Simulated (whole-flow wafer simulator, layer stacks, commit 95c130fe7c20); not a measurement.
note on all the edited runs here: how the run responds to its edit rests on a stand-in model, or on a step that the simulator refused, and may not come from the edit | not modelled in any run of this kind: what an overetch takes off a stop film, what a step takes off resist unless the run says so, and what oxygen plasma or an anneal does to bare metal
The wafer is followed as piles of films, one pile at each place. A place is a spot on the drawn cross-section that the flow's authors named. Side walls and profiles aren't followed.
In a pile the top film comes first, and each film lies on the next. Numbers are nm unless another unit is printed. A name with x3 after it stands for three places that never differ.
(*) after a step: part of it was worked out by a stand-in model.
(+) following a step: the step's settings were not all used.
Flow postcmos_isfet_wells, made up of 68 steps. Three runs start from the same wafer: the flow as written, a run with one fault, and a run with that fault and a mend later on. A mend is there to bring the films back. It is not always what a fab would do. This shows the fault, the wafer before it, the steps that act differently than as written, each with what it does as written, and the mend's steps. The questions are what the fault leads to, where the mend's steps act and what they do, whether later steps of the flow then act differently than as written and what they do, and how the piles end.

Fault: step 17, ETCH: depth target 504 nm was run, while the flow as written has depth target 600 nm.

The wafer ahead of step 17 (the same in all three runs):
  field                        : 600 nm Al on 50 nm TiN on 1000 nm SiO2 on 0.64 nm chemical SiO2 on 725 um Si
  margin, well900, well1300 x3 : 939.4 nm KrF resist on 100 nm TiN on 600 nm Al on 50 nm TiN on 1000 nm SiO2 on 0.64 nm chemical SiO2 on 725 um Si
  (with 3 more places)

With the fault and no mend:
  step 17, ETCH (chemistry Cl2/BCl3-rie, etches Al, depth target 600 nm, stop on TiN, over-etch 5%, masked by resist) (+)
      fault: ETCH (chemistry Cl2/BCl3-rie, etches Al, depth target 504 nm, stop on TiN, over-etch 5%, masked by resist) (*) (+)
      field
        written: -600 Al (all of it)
        fault: -504 Al
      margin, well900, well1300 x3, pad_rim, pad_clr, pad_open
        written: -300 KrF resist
        fault: -252 KrF resist
  Steps further on in the flow that do not act as written (1 more step, not shown, differs only slightly: by at most 2% or 0.5 nm, whichever is larger):
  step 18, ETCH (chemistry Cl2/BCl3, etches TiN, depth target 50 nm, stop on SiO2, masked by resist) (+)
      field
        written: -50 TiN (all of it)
        fault: -96 Al (all of it), -9.68 TiN
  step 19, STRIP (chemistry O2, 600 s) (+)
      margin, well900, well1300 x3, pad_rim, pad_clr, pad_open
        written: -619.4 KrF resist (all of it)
        fault: -667.4 KrF resist (all of it)
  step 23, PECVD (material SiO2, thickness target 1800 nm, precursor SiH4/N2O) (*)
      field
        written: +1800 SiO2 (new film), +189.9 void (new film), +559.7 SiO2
        fault: +1800 SiO2 (new film), +160.2 void (new film), +549.5 SiO2 (new film)
  By the end, the piles at field depart from the flow's by more than 2% or 0.5 nm, whichever is larger.
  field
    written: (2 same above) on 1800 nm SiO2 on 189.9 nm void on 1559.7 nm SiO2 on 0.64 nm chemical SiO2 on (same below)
    fault: (2 same above) on 1800 nm SiO2 on 160.2 nm void on 549.5 nm SiO2 on 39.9 nm TiN on 1000 nm SiO2 on 0.64 nm chemical SiO2 on (same below)

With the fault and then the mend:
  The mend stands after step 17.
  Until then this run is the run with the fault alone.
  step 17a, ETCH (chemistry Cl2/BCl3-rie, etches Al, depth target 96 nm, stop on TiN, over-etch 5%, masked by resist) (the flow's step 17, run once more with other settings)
      margin, well900, well1300 x3, pad_rim, pad_clr, pad_open
        -48 KrF resist
      field
        -96 Al (all of it)
  Every later step of the flow that is run acts as written at every place that is followed.
  The piles end the same as the flow's at every place that both follow.
